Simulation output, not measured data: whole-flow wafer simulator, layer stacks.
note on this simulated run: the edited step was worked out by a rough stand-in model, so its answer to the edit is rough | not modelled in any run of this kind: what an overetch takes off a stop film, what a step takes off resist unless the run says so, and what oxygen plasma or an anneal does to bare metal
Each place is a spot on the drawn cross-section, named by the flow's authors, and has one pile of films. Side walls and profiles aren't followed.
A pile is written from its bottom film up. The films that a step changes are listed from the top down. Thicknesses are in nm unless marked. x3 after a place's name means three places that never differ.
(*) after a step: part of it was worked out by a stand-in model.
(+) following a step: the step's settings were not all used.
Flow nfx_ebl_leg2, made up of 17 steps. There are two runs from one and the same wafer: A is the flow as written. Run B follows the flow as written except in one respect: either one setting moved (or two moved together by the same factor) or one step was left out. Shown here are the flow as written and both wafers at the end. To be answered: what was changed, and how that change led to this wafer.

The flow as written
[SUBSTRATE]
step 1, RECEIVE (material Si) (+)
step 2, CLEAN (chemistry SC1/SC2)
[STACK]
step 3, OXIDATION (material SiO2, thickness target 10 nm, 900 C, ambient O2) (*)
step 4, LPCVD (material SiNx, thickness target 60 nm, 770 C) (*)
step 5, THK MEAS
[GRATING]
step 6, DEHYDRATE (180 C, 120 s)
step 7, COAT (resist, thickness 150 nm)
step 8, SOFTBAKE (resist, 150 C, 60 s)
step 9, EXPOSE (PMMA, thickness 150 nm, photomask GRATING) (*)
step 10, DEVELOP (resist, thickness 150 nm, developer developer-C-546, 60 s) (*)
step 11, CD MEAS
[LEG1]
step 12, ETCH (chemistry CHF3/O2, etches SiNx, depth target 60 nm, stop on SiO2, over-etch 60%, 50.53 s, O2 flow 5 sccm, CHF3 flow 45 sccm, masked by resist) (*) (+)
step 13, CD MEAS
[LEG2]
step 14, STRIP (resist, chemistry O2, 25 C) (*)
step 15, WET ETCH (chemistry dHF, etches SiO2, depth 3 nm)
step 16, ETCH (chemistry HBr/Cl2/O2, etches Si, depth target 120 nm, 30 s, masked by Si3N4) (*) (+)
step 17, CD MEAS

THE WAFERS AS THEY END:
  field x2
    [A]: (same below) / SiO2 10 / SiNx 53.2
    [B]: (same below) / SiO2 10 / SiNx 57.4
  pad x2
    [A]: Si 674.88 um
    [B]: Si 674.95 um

The reason: step 16, ETCH: depth target 45.8 nm was run, whereas the flow has depth target 120 nm; step 16, ETCH: 11.46 s was run, where the flow has 30 s.

How this came from the change, step by step:
  step 16, ETCH (chemistry HBr/Cl2/O2, etches Si, depth target 120 nm, 30 s, masked by Si3N4) (*) (+)
      field x2: A -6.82 SiNx | B -2.6 SiNx
      pad x2: A -120 Si | B -45.8 Si
